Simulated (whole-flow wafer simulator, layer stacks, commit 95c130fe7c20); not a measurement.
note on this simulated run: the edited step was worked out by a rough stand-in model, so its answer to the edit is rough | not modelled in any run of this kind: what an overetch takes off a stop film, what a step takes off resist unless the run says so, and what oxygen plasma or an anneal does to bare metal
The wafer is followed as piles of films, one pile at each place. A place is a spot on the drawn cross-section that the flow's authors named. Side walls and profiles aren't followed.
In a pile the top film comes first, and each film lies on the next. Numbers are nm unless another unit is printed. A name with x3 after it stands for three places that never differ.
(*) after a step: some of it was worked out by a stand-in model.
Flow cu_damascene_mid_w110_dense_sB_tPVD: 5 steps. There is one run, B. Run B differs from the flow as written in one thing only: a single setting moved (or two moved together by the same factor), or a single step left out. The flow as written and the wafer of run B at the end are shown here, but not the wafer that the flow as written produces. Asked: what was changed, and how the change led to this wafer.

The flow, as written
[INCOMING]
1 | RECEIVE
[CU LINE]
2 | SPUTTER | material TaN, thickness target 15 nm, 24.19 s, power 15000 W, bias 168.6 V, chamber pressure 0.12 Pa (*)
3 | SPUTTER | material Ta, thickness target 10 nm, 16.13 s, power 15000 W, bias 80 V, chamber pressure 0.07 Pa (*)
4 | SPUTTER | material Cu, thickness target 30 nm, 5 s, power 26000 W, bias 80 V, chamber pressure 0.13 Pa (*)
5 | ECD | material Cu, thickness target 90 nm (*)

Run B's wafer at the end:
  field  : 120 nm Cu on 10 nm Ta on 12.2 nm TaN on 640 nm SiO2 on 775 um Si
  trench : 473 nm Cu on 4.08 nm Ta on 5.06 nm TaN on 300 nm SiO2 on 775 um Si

What caused this: step 2, SPUTTER: 19.65 s was run, while the flow as written has 24.19 s.

How this came from the change, step by step:
  2 | SPUTTER | material TaN, thickness target 15 nm, 24.19 s, power 15000 W, bias 168.6 V, chamber pressure 0.12 Pa (*)
      field: +12.2 TaN (new film) (in the flow as written it would be: +15 TaN (new film))
      trench: +5.06 TaN (new film) (in the flow as written it would be: +6.23 TaN (new film))
